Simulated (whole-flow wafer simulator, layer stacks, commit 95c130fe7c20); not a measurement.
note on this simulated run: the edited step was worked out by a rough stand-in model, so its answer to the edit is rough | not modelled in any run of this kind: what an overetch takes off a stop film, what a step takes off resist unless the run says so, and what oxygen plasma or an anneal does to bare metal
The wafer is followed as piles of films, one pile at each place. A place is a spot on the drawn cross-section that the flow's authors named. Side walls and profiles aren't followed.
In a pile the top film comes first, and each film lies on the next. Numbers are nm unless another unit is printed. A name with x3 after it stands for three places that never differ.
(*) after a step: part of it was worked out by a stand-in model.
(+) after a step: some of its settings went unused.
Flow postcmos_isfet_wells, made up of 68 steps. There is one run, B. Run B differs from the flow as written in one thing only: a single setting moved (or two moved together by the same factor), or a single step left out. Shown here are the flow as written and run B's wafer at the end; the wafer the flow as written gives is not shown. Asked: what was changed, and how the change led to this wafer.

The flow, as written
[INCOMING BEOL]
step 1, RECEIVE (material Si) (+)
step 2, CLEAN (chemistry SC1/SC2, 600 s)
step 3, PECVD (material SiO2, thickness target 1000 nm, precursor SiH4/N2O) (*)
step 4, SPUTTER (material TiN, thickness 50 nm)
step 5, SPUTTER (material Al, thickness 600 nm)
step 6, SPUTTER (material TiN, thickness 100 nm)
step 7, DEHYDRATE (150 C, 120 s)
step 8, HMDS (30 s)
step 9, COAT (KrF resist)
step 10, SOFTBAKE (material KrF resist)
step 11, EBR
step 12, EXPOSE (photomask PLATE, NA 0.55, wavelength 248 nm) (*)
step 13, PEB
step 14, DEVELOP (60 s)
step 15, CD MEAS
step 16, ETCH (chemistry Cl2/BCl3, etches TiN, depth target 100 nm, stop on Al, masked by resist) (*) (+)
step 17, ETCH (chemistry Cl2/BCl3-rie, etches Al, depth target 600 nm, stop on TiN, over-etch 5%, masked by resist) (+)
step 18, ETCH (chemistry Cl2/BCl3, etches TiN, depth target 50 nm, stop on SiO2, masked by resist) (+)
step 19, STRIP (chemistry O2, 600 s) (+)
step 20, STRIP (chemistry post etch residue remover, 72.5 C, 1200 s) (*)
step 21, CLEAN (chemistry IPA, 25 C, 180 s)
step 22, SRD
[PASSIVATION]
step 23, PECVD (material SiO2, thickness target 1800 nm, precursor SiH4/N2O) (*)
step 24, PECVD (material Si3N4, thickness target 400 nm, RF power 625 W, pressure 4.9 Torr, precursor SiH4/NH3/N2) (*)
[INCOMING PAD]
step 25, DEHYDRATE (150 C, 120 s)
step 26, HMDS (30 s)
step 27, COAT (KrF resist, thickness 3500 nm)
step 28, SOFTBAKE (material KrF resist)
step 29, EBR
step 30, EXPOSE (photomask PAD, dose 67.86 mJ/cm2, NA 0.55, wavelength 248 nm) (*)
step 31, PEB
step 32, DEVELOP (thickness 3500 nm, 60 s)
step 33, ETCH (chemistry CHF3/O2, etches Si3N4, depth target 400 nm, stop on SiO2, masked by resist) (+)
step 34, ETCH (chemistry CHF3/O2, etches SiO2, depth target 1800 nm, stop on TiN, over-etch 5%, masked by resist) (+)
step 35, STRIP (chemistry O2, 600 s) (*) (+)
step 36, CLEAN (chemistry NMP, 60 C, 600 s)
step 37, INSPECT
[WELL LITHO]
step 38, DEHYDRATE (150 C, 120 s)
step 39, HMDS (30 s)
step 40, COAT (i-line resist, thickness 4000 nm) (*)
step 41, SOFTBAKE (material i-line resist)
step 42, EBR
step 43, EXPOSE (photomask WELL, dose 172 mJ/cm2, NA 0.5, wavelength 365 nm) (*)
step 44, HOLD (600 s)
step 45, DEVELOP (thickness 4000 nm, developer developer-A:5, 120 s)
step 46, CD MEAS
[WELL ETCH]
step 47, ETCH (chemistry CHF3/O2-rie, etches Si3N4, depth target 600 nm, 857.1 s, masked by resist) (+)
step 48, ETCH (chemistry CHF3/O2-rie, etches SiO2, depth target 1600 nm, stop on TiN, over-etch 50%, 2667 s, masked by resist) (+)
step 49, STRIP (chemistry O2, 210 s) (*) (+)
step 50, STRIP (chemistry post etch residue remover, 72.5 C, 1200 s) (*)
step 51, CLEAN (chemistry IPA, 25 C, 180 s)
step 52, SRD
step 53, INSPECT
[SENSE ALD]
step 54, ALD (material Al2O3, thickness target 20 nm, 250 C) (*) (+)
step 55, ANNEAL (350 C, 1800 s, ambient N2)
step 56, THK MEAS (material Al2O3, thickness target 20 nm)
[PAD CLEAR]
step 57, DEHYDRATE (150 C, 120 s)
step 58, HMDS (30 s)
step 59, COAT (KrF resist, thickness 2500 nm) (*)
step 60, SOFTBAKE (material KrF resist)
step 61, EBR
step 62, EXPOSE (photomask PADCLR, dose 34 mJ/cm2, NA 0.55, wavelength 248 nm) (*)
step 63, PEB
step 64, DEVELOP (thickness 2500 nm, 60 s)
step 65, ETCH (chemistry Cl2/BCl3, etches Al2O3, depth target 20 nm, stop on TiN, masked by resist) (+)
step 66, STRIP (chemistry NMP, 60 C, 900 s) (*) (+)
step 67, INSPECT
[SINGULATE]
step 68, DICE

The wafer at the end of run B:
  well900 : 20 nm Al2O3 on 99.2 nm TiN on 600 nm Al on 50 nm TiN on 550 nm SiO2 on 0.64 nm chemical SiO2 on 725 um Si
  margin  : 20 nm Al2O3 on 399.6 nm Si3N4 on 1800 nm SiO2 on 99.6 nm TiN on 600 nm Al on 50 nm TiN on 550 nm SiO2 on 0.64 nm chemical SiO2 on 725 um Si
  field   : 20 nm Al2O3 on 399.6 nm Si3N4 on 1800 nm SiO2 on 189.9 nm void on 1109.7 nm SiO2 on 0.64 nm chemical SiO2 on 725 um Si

The reason: step 3, PECVD: thickness target 550 nm was run, whereas the flow has thickness target 1000 nm.
The wafer lets one read it off: well900 has SiO2 550, and step 3 as written asks for 1000 nm.

The path from the change to this, step by step:
  step 3, PECVD (material SiO2, thickness target 1000 nm, precursor SiH4/N2O) (*)
      field, margin, well900, well1300 x3, pad_rim, pad_clr, pad_open: SiO2 gains 550 (new film) (in the flow as written it would be: SiO2 gains 1000 (new film))
